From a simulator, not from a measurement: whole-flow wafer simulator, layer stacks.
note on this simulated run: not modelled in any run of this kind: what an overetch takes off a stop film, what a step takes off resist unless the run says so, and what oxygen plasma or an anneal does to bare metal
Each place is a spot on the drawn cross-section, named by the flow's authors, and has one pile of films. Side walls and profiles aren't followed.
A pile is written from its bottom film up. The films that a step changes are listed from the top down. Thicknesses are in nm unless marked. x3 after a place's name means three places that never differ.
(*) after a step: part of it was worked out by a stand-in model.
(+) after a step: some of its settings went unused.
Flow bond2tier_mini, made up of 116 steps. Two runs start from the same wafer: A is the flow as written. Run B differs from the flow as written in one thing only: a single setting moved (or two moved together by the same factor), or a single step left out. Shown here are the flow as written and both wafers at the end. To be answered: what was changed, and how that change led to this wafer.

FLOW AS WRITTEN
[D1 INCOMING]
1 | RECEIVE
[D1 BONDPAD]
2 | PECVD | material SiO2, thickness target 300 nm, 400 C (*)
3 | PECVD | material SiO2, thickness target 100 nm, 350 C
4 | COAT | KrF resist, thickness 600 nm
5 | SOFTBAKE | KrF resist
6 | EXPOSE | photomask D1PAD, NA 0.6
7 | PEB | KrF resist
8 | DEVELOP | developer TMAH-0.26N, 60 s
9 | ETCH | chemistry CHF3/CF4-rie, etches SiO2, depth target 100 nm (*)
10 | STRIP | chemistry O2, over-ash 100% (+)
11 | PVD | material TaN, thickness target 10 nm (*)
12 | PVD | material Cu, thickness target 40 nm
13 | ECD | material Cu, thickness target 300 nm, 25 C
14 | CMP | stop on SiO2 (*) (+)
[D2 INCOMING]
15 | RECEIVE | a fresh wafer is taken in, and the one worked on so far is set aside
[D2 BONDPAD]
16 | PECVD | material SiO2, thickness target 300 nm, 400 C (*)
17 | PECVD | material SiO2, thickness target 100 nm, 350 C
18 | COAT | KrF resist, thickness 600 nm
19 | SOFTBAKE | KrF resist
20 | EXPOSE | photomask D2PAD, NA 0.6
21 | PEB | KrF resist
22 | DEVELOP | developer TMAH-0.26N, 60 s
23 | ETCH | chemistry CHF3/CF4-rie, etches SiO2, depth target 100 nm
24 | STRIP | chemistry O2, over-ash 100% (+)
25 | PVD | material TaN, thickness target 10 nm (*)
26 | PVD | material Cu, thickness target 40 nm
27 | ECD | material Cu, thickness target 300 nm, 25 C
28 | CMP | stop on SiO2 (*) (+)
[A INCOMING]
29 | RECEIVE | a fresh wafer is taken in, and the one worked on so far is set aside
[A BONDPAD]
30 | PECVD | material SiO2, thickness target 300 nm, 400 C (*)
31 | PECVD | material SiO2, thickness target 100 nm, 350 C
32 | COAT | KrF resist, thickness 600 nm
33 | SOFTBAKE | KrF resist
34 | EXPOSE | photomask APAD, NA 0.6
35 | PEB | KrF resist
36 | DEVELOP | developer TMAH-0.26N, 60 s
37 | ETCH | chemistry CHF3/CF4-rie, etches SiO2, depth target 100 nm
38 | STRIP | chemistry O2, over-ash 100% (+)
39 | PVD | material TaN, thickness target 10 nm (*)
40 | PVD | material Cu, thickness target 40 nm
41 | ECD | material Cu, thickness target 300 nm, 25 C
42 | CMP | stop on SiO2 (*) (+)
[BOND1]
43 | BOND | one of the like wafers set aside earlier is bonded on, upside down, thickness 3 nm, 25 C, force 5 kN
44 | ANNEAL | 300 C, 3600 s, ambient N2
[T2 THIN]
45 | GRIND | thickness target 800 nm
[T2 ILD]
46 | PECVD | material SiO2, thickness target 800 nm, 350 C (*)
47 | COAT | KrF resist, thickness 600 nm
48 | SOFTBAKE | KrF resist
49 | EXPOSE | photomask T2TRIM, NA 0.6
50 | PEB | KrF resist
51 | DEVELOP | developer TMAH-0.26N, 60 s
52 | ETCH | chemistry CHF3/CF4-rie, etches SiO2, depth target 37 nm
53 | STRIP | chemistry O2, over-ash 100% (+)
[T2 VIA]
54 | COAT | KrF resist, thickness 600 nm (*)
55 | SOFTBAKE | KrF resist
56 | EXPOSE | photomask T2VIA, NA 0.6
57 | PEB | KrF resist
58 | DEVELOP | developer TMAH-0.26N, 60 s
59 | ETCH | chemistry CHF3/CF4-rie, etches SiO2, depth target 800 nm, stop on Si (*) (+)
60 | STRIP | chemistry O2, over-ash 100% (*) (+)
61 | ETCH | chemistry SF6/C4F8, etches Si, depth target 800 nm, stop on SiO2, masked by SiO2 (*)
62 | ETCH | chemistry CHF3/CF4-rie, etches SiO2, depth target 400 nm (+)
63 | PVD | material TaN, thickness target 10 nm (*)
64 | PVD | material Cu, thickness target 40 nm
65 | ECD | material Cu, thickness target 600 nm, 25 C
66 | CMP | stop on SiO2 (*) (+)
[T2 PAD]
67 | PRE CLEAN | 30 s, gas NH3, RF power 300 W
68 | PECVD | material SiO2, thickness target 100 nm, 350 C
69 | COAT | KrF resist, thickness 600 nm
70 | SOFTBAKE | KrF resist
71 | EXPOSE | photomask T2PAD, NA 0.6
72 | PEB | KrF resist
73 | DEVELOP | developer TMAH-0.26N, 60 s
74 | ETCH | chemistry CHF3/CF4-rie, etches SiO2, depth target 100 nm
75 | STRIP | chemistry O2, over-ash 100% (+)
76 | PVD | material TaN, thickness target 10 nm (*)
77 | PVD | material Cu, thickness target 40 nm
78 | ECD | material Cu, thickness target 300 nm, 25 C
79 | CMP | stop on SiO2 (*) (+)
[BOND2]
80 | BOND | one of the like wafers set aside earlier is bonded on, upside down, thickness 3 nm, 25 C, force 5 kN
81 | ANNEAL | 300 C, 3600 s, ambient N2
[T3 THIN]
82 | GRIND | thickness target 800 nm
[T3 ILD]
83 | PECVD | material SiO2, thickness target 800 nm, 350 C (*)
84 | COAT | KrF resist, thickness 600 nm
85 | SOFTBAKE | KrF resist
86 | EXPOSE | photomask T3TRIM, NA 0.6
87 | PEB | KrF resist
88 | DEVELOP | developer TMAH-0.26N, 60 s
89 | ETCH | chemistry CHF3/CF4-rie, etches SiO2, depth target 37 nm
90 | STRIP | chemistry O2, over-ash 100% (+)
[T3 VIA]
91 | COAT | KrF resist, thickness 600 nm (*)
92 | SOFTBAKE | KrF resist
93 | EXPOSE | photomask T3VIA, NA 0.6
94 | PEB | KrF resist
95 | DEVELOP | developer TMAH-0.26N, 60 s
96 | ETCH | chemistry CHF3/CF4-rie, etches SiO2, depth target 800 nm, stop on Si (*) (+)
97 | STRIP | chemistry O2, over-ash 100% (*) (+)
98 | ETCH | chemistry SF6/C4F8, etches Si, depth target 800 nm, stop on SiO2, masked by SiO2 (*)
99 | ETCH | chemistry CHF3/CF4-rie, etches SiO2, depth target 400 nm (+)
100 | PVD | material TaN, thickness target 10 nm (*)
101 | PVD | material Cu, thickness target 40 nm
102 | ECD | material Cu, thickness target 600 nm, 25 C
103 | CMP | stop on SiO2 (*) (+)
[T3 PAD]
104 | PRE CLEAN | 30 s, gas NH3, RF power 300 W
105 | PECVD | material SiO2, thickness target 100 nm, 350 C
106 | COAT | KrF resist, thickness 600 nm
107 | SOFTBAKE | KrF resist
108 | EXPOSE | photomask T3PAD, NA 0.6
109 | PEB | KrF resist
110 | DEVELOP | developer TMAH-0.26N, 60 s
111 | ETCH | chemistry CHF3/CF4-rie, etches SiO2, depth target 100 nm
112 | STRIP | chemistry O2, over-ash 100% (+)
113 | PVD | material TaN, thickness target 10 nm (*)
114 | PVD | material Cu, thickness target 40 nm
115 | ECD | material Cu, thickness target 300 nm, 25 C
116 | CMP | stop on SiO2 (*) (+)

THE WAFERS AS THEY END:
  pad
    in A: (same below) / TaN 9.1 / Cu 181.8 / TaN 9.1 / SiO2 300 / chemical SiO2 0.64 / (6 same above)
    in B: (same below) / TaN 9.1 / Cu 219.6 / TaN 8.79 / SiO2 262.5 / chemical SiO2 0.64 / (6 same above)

The reason: step 23, ETCH: depth target 137.5 nm was run, though the flow has depth target 100 nm.

Step by step, how the change led to this:
  23 | ETCH | chemistry CHF3/CF4-rie, etches SiO2, depth target 100 nm
      pad, via: A -100 SiO2 | B -137.5 SiO2
      field: A -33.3 KrF resist | B -45.8 KrF resist
  24 | STRIP | chemistry O2, over-ash 100% (+)
      field: A -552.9 KrF resist (all of it) | B -540.4 KrF resist (all of it)
  26 | PVD | material Cu, thickness target 40 nm
      pad: A +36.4 Cu (new film) | B +35.2 Cu (new film)
  27 | ECD | material Cu, thickness target 300 nm, 25 C
      pad: A +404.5 Cu | B +443.6 Cu
      via: A +400.2 Cu | B +437.9 Cu
  80 | BOND | one of the like wafers set aside earlier is bonded on, upside down, thickness 3 nm, 25 C, force 5 kN
      pad: A +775 um Si (new film), +0.64 chemical SiO2 (new film), +300 SiO2 (new film), +9.1 TaN (new film), +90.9 Cu | B +775 um Si (new film), +0.64 chemical SiO2 (new film), +262.5 SiO2 (new film), +8.79 TaN (new film), +128.7 Cu
